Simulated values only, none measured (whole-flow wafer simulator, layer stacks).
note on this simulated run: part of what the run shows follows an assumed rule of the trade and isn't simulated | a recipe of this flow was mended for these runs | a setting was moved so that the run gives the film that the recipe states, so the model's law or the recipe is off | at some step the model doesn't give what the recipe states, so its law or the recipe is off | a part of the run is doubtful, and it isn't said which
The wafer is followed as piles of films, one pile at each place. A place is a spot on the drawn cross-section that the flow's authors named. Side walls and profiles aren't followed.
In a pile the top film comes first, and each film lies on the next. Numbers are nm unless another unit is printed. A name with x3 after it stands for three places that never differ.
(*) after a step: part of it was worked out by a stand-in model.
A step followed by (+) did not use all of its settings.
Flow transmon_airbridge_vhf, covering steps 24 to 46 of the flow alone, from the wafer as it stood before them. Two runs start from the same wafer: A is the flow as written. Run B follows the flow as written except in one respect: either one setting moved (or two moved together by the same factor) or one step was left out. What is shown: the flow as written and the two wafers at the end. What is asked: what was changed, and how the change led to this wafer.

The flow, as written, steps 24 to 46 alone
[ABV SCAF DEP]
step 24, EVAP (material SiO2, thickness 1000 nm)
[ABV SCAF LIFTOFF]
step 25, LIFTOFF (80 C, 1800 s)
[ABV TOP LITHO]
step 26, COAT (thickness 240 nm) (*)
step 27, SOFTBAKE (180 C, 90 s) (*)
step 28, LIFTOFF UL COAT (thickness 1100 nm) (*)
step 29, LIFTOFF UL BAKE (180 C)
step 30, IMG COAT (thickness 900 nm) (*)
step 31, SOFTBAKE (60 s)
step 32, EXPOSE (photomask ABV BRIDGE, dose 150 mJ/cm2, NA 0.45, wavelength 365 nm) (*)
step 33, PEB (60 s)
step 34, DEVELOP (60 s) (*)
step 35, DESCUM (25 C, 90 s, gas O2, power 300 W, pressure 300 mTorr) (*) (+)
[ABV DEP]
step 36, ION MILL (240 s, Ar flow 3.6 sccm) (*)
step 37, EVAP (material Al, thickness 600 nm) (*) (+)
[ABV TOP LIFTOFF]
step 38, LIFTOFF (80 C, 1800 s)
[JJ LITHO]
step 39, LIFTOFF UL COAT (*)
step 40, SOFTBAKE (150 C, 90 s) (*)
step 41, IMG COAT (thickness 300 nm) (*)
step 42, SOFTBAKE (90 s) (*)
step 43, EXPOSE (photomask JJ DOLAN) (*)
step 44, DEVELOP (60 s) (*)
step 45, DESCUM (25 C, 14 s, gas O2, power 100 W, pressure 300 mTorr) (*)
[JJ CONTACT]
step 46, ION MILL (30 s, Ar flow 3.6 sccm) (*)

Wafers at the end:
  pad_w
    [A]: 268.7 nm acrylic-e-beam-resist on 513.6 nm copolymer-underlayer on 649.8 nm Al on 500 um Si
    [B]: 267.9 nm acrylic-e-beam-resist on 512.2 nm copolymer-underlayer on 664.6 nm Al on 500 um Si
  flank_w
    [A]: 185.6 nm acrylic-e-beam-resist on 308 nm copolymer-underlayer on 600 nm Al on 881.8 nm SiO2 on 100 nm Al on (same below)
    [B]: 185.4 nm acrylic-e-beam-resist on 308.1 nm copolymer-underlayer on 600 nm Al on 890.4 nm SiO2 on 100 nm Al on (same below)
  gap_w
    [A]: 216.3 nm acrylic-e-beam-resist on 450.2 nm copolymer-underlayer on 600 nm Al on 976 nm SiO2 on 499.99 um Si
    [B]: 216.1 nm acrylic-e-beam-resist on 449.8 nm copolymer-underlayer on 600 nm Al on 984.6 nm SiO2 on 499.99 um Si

What caused this: step 36, ION MILL: 154 s was run, whereas the flow has 240 s.

How this came from the change, step by step:
  step 36, ION MILL (240 s, Ar flow 3.6 sccm) (*)
      field x3, jj_line, ground_far, trace_open_s x2, margin_s, margin_n: A -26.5 i-line-resist | B -17 i-line-resist
      flank_w, gap_w, cpw_trace, gap_e, flank_e, bridge_strip: A -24 SiO2 | B -15.4 SiO2
      (also at 2 further places)
  step 38, LIFTOFF (80 C, 1800 s)
      margin_s, margin_n: A -600 Al (all of it), -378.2 i-line-resist (all of it), -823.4 lift-off-underlayer (all of it), -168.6 acrylic-e-beam-resist (all of it) | B -600 Al (all of it), -387.7 i-line-resist (all of it), -823.4 lift-off-underlayer (all of it), -168.6 acrylic-e-beam-resist (all of it)
